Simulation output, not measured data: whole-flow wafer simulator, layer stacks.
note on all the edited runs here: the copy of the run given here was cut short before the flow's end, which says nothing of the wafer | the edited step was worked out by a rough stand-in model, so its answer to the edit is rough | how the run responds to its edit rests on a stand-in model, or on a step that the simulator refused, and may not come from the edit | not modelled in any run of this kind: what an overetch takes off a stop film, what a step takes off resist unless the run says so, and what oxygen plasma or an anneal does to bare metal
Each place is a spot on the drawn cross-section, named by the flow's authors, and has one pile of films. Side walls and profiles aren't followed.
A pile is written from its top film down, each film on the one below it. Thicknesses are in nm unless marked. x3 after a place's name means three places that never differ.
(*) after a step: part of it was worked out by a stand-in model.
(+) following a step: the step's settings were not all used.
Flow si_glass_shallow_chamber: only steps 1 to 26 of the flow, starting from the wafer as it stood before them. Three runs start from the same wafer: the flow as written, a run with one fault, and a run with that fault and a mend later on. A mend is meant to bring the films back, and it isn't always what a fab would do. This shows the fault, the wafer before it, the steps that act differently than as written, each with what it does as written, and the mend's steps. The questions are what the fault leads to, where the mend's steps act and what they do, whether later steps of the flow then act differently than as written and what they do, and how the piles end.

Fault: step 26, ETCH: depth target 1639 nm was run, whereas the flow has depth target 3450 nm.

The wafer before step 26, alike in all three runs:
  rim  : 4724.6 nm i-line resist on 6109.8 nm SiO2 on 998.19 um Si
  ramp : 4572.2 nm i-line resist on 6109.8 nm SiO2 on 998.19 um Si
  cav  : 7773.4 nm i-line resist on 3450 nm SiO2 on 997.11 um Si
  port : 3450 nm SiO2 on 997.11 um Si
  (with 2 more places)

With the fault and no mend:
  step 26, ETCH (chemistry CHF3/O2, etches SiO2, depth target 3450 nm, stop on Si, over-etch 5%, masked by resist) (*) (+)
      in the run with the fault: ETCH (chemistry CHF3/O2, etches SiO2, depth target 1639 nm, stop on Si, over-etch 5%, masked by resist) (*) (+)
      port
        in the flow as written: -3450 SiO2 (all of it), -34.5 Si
        in the run with the fault: -1721 SiO2
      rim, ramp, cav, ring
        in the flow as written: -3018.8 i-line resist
        in the run with the fault: -1434.1 i-line resist
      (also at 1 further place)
  Later steps of the flow that are run all act as written at every place that is followed.
  By the end, the piles at rim, ramp, cav, port, septum, ring depart from the flow's by more than 2% or 0.5 nm, whichever is larger.
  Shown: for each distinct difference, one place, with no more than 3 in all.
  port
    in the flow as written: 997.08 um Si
    in the run with the fault: 1729 nm SiO2 on 997.11 um Si
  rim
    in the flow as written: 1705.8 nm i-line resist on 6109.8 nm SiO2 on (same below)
    in the run with the fault: 3290.5 nm i-line resist on 6109.8 nm SiO2 on (same below)
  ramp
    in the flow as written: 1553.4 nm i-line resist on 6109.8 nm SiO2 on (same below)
    in the run with the fault: 3138 nm i-line resist on 6109.8 nm SiO2 on (same below)

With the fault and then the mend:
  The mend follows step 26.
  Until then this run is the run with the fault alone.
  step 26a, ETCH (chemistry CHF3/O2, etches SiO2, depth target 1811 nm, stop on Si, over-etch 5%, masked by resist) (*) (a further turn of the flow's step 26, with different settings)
      rim, ramp, cav, septum, ring
        -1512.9 i-line resist
      port
        -1729 SiO2 (all of it), -34.5 Si
  Later steps of the flow that are run all act as written at every place that is followed.
  By the end, the piles at rim, ramp depart from the flow's by more than 2% or 0.5 nm, whichever is larger.
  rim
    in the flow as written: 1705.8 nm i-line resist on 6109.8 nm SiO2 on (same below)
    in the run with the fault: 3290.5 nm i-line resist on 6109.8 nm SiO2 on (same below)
    in the run with the mend: 1777.5 nm i-line resist on 6109.8 nm SiO2 on (same below)
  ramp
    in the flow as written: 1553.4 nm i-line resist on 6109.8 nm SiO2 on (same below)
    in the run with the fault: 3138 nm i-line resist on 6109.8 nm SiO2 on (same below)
    in the run with the mend: 1625.1 nm i-line resist on 6109.8 nm SiO2 on (same below)
